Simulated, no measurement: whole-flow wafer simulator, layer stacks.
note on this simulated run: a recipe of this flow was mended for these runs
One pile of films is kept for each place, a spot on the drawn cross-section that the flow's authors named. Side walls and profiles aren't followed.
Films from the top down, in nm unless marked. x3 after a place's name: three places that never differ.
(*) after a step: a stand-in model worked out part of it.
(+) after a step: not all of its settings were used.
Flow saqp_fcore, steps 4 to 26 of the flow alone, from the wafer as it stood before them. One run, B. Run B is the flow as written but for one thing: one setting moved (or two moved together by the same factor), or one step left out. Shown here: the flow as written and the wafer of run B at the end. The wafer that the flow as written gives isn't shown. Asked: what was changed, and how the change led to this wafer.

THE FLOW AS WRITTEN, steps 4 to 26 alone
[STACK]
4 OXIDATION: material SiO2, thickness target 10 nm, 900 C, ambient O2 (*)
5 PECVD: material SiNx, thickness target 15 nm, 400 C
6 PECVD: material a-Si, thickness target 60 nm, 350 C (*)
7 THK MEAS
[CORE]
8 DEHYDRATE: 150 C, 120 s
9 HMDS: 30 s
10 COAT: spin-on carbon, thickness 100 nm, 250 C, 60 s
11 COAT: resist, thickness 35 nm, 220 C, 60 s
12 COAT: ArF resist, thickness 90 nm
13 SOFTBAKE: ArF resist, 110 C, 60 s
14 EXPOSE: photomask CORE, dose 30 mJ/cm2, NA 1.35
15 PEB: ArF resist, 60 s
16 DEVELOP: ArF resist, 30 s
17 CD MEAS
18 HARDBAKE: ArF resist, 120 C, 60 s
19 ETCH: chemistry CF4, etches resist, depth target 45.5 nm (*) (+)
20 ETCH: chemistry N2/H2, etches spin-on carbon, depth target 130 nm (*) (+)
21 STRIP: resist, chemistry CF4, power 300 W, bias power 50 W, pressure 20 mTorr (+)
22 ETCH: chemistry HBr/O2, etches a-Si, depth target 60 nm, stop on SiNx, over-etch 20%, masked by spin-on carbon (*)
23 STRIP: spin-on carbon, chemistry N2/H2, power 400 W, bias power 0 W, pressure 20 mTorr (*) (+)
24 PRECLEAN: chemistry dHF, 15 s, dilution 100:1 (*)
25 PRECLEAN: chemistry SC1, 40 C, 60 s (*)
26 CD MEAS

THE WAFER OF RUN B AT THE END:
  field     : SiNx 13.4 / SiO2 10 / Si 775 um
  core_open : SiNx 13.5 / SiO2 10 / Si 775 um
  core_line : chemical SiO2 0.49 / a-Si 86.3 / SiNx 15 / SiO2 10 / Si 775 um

The cause: step 6, PECVD: thickness target 87 nm was run, where the flow has thickness target 60 nm.

How the change led to this, step by step:
  6 PECVD: material a-Si, thickness target 60 nm, 350 C (*)
      field, core_open, core_line: a-Si +87 (new film) (as written it would be: a-Si +60 (new film))
  22 ETCH: chemistry HBr/O2, etches a-Si, depth target 60 nm, stop on SiNx, over-etch 20%, masked by spin-on carbon (*)
      field: a-Si -63.8 (all of it), SiNx -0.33 (as written it would be: a-Si -36.8 (all of it), SiNx -1.41)
      core_open: a-Si -66.4 (all of it), SiNx -0.22 (as written it would be: a-Si -39.4 (all of it), SiNx -1.3)
      (and at 1 more place)
  23 STRIP: spin-on carbon, chemistry N2/H2, power 400 W, bias power 0 W, pressure 20 mTorr (*) (+)
      core_line: spin-on carbon -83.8 (all of it) (as written it would be: spin-on carbon -88.8 (all of it))
